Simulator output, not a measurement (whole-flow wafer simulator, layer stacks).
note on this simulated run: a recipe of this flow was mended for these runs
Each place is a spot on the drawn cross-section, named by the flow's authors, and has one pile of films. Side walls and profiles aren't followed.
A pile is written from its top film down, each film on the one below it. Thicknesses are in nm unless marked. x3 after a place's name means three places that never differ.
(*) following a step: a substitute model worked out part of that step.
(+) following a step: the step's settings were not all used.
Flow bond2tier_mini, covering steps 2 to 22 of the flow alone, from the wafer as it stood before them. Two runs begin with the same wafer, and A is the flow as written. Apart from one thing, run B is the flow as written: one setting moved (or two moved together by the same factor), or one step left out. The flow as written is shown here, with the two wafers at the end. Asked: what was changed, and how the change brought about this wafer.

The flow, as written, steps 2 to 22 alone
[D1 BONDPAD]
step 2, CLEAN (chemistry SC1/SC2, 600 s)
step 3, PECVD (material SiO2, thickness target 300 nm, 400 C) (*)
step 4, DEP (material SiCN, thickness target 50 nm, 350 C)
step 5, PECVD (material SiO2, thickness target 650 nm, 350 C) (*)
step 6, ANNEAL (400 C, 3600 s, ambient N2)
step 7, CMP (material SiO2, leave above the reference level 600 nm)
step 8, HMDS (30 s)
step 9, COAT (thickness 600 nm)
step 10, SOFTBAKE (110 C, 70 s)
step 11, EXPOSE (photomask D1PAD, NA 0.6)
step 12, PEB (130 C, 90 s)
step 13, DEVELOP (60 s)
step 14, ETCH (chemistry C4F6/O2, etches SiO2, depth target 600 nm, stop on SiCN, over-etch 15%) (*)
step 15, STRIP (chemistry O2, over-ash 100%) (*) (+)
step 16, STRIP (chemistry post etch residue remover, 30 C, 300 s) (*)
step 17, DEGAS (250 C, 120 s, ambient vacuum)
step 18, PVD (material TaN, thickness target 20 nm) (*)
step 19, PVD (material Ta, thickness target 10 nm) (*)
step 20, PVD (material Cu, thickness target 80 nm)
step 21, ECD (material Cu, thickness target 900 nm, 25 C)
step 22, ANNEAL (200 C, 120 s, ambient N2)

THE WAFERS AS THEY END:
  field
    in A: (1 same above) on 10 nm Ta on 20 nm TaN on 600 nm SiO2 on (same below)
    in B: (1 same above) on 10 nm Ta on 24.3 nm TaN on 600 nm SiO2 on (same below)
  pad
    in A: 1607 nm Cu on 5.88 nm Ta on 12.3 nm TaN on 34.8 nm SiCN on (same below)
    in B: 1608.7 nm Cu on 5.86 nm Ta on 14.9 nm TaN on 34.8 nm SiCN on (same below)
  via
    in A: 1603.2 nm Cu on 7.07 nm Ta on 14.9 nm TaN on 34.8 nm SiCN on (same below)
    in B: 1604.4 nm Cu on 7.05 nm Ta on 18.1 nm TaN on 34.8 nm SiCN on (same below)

Cause: step 18, PVD: thickness target 24.3 nm was run, though the flow has thickness target 20 nm.
The wafer lets one read it off: field has TaN 24.3, and step 18 as written asks for 20 nm.

How this came from the change, step by step:
  step 18, PVD (material TaN, thickness target 20 nm) (*)
      field: A +20 TaN (new film) | B +24.3 TaN (new film)
      pad: A +12.3 TaN (new film) | B +14.9 TaN (new film)
      (and at 1 other place as well)
